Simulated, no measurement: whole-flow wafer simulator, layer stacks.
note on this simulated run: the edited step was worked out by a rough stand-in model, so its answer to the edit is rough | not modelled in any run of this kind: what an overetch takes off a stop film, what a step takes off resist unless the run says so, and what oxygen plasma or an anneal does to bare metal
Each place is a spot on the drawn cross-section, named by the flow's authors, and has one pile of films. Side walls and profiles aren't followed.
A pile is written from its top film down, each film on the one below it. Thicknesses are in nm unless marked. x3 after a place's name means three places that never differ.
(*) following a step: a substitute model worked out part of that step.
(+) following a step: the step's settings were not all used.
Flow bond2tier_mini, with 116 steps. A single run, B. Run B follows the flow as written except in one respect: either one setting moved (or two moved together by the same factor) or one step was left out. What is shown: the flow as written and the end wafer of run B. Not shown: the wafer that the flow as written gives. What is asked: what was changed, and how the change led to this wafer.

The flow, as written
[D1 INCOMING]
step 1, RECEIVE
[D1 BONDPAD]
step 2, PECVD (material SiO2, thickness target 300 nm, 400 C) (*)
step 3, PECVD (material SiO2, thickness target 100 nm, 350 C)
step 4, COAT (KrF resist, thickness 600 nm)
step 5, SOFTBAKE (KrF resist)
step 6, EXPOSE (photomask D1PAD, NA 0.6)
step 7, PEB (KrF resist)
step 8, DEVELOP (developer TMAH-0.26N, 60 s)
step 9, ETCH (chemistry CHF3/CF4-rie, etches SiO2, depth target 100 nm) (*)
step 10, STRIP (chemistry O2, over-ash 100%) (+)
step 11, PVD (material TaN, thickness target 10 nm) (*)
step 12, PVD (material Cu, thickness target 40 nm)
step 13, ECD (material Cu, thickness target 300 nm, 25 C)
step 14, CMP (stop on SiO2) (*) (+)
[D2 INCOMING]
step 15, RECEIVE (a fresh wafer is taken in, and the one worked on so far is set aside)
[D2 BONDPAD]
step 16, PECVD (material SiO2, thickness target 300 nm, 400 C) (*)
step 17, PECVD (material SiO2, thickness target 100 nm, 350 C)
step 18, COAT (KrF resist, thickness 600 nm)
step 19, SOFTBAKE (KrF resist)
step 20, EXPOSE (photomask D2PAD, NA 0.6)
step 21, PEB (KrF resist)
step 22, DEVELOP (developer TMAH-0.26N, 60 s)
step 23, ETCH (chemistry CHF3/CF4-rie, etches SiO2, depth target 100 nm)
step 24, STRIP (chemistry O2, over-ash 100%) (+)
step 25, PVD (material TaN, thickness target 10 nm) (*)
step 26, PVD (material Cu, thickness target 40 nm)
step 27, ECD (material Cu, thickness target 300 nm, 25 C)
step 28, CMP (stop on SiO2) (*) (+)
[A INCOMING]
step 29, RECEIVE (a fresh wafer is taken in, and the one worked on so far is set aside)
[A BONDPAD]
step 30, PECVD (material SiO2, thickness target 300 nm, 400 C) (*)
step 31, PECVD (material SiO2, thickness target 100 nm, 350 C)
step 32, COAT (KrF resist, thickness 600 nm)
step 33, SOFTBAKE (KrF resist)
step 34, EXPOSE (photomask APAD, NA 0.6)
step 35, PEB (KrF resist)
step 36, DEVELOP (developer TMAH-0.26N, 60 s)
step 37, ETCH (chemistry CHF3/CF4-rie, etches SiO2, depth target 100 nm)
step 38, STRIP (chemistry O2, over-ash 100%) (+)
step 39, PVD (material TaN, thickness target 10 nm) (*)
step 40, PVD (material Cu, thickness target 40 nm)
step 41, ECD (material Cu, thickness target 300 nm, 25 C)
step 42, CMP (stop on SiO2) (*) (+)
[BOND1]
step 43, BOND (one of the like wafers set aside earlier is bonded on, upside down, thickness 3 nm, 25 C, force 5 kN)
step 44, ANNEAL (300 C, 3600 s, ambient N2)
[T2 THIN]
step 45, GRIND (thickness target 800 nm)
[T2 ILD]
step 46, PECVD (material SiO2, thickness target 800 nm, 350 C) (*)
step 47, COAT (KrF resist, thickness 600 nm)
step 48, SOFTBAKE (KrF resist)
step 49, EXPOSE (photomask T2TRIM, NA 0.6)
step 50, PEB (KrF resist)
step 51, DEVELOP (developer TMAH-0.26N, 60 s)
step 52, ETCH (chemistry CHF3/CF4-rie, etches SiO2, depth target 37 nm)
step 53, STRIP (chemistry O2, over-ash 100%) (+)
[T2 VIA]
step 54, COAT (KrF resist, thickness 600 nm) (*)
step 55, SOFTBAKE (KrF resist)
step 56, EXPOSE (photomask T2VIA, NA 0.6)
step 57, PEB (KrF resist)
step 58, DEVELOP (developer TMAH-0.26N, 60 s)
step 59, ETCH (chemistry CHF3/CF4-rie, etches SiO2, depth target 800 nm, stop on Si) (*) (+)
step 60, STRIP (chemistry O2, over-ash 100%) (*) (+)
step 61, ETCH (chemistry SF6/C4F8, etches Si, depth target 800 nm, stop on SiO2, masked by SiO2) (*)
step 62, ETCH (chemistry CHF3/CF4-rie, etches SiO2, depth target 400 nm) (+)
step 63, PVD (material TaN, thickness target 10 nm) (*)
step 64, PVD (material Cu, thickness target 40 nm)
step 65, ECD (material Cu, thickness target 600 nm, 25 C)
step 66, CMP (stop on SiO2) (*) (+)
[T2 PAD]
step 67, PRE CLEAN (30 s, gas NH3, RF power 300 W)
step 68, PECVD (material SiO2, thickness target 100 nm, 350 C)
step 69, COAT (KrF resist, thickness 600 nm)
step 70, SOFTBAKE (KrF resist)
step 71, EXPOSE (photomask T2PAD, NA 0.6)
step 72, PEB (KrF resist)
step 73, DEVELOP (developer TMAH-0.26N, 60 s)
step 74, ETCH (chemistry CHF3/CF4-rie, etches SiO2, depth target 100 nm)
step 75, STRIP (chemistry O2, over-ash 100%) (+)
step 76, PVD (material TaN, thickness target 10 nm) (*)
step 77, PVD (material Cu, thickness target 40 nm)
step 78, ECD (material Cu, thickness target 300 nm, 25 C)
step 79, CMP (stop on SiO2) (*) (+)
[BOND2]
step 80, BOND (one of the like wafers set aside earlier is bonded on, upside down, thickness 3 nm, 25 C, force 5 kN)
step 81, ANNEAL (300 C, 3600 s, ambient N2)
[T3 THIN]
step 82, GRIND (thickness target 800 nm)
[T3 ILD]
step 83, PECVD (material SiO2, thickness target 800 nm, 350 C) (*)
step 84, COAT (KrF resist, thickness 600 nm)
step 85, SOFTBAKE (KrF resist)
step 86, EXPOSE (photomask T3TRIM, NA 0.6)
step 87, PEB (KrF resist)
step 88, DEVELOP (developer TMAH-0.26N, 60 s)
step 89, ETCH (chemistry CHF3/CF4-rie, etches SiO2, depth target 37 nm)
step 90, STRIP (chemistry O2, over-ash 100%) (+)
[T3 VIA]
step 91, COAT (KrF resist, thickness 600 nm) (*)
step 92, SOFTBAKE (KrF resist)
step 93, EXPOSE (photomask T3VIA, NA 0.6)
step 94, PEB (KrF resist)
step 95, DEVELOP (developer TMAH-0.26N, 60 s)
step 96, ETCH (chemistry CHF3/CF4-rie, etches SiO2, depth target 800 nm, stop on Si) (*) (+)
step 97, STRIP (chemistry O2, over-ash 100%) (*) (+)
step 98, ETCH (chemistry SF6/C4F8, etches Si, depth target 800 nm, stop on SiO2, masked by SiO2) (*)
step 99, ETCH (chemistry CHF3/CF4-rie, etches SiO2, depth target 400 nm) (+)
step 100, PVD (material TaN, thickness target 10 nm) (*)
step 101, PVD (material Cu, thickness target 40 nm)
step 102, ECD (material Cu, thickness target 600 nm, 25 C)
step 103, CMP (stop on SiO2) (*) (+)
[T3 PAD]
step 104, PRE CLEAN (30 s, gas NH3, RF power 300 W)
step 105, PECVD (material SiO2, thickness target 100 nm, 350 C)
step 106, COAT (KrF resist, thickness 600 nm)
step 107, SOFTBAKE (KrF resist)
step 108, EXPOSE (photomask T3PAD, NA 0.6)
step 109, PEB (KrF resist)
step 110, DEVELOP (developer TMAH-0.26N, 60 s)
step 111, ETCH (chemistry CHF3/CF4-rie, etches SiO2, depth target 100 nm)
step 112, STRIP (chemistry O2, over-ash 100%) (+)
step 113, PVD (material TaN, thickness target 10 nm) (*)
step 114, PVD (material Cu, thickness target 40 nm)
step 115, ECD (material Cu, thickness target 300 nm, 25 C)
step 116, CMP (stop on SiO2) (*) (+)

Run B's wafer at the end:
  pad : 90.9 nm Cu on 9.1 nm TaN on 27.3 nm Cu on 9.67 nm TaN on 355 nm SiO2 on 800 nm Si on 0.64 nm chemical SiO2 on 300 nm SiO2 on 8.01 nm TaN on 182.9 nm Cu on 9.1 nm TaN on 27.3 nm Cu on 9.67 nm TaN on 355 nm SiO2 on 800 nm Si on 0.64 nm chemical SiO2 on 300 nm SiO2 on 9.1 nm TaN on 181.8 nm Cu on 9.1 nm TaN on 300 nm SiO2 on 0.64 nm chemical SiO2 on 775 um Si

What caused this: step 25, PVD: thickness target 8.8 nm was run, though the flow has thickness target 10 nm.

The path from the change to this, step by step:
  step 25, PVD (material TaN, thickness target 10 nm) (*)
      field: TaN gains 8.8 (new film) (as written it would have been: TaN gains 10 (new film))
      pad: TaN gains 8.01 (new film) (as written it would have been: TaN gains 9.1 (new film))
      (and at 1 other place as well)
  step 28, CMP (stop on SiO2) (*) (+)
      field: Cu loses 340 (all of it), TaN loses 8.8 (all of it) (as written it would have been: Cu loses 340 (all of it), TaN loses 10 (all of it))
  step 80, BOND (one of the like wafers set aside earlier is bonded on, upside down, thickness 3 nm, 25 C, force 5 kN)
      pad: Si gains 775 um (new film), chemical SiO2 gains 0.64 (new film), SiO2 gains 300 (new film), TaN gains 8.01 (new film), Cu gains 92 (as written it would have been: Si gains 775 um (new film), chemical SiO2 gains 0.64 (new film), SiO2 gains 300 (new film), TaN gains 9.1 (new film), Cu gains 90.9)
